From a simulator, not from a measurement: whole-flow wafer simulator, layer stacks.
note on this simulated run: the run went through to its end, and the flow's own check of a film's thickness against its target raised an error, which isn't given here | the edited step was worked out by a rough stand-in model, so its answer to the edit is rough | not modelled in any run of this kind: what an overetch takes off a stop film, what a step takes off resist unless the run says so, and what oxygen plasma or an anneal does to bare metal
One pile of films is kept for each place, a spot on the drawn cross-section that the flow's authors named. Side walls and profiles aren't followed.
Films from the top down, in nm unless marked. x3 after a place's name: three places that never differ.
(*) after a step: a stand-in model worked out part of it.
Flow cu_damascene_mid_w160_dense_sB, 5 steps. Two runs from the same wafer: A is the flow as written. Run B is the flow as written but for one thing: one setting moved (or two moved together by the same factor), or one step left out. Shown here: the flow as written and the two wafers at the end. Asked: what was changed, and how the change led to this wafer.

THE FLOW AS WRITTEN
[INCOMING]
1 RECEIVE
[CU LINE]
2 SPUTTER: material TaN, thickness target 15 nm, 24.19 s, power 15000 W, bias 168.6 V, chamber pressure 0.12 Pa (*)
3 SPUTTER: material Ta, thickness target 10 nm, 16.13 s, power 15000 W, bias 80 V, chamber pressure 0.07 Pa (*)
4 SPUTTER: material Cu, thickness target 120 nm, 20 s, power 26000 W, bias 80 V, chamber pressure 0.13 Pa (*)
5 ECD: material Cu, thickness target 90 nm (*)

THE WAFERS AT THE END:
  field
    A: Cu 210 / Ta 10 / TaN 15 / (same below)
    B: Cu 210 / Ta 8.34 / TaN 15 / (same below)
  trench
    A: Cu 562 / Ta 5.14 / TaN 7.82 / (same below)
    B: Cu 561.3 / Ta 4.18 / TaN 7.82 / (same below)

The cause: step 3, SPUTTER: power 12510 W was run, where the flow has power 15000 W.

How the change led to this, step by step:
  3 SPUTTER: material Ta, thickness target 10 nm, 16.13 s, power 15000 W, bias 80 V, chamber pressure 0.07 Pa (*)
      field: A Ta +10 (new film) | B Ta +8.34 (new film)
      trench: A Ta +5.14 (new film) | B Ta +4.18 (new film)
